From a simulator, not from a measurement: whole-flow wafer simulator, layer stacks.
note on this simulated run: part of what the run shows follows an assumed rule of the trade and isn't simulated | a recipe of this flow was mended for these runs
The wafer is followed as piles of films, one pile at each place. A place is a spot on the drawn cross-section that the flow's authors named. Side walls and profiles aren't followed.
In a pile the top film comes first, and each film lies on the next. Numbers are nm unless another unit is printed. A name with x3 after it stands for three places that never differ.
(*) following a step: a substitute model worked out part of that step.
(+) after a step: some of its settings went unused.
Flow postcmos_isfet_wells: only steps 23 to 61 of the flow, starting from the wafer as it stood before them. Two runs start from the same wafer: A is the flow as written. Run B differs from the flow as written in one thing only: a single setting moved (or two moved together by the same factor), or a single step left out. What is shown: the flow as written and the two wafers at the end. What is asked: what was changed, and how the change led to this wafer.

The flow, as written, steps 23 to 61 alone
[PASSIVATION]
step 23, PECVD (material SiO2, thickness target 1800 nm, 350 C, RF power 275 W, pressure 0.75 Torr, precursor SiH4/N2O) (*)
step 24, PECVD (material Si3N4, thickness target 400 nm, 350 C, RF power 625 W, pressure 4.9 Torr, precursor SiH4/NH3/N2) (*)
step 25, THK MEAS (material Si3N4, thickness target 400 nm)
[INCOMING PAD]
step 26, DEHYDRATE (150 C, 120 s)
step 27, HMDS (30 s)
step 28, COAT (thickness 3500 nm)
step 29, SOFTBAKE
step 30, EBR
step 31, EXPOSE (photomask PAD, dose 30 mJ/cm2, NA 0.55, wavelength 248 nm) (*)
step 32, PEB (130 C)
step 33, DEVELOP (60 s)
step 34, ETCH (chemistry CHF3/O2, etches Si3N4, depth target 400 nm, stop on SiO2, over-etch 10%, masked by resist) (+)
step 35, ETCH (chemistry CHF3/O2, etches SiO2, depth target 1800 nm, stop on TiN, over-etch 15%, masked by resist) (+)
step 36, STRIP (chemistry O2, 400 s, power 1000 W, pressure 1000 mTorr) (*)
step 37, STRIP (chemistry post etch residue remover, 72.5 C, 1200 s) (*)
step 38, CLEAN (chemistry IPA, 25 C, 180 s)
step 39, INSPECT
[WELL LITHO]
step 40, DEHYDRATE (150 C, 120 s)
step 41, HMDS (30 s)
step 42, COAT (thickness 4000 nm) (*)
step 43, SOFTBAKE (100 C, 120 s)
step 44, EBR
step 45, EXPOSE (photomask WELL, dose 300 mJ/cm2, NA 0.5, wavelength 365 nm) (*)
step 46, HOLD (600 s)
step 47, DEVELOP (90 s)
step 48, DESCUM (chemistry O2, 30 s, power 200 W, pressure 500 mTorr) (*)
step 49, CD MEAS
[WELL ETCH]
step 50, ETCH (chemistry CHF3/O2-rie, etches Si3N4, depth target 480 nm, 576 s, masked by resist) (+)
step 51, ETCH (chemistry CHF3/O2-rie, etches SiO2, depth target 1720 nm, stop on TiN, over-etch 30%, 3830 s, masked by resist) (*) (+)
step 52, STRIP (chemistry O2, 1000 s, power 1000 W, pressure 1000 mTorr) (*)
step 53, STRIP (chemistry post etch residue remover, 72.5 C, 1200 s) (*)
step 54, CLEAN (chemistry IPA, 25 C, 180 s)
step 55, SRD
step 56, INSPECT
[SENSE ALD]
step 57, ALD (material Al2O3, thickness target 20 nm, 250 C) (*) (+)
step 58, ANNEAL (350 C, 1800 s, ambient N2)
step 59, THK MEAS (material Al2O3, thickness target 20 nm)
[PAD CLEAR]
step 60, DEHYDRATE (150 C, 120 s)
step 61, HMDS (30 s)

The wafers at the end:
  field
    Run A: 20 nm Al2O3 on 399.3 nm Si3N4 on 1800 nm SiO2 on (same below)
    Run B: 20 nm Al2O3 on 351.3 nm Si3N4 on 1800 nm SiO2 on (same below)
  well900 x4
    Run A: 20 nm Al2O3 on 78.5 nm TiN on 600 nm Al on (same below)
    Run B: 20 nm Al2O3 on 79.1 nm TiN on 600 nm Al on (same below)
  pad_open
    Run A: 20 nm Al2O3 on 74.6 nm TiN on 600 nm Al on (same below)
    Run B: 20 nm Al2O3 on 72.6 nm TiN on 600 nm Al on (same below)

Cause: step 24, PECVD: thickness target 352 nm was run, though the flow has thickness target 400 nm.

How this came from the change, step by step:
  step 24, PECVD (material Si3N4, thickness target 400 nm, 350 C, RF power 625 W, pressure 4.9 Torr, precursor SiH4/NH3/N2) (*)
      field, margin x2, well900 x4, pad_clr, pad_open: A Si3N4 gains 400 (new film) | B Si3N4 gains 352 (new film)
  step 34, ETCH (chemistry CHF3/O2, etches Si3N4, depth target 400 nm, stop on SiO2, over-etch 10%, masked by resist) (+)
      field, margin x2, well900 x4, pad_clr: A thick-KrF-resist loses 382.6 | B thick-KrF-resist loses 336.7
      pad_open: A Si3N4 loses 400 (all of it), SiO2 loses 20 | B Si3N4 loses 352 (all of it), SiO2 loses 44
  step 35, ETCH (chemistry CHF3/O2, etches SiO2, depth target 1800 nm, stop on TiN, over-etch 15%, masked by resist) (+)
      pad_open: A SiO2 loses 1780 (all of it), TiN loses 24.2 | B SiO2 loses 1756 (all of it), TiN loses 26.2
  step 36, STRIP (chemistry O2, 400 s, power 1000 W, pressure 1000 mTorr) (*)
      field, margin x2, well900 x4, pad_clr: A thick-KrF-resist loses 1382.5 (all of it) | B thick-KrF-resist loses 1451.5 (all of it)
  step 43, SOFTBAKE (100 C, 120 s)
      pad_clr: A thick-g/i-line-resist loses 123 | B thick-g/i-line-resist loses 119.4
  step 50, ETCH (chemistry CHF3/O2-rie, etches Si3N4, depth target 480 nm, 576 s, masked by resist) (+)
      well900 x4: A Si3N4 loses 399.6 (all of it), SiO2 loses 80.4 | B Si3N4 loses 351.6 (all of it), SiO2 loses 128.4
  step 51, ETCH (chemistry CHF3/O2-rie, etches SiO2, depth target 1720 nm, stop on TiN, over-etch 30%, 3830 s, masked by resist) (*) (+)
      well900 x4: A SiO2 loses 1719.6 (all of it), TiN loses 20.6 | B SiO2 loses 1671.6 (all of it), TiN loses 20.1
